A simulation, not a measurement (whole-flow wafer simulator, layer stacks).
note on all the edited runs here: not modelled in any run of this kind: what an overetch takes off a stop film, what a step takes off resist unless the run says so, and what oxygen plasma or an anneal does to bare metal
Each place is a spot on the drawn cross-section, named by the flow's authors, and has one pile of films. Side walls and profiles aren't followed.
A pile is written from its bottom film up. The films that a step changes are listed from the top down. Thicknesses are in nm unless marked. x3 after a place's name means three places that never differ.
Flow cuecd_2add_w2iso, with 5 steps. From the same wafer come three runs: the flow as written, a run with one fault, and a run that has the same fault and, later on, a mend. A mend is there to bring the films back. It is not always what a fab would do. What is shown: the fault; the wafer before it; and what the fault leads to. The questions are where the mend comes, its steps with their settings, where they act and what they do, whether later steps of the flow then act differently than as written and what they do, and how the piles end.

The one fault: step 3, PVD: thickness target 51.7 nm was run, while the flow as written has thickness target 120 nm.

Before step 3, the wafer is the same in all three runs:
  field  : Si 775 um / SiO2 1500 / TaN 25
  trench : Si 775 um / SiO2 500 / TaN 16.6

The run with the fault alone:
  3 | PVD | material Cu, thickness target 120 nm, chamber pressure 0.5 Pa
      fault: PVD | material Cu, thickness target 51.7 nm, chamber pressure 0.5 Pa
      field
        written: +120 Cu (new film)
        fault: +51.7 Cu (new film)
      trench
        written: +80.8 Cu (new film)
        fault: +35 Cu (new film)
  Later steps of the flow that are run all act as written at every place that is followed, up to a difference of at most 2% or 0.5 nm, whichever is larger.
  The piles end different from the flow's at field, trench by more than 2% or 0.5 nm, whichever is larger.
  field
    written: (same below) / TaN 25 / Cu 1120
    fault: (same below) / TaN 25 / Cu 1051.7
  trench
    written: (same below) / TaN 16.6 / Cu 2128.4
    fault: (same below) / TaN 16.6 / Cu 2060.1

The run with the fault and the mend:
  The mend stands after step 3.
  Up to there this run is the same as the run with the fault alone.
  3a | ETCH | chemistry cu recess dil, depth target 59.54 nm
      field
        -51.7 Cu (all of it)
      trench
        -35 Cu (all of it)
  3b | PVD | material Cu, thickness target 120 nm, chamber pressure 0.5 Pa (the flow's step 3 again)
      field
        +120 Cu (new film)
      trench
        +80.8 Cu (new film)
  Later steps of the flow that are run all act as written at every place that is followed.
  The piles end the same as the flow's at every place that both follow.
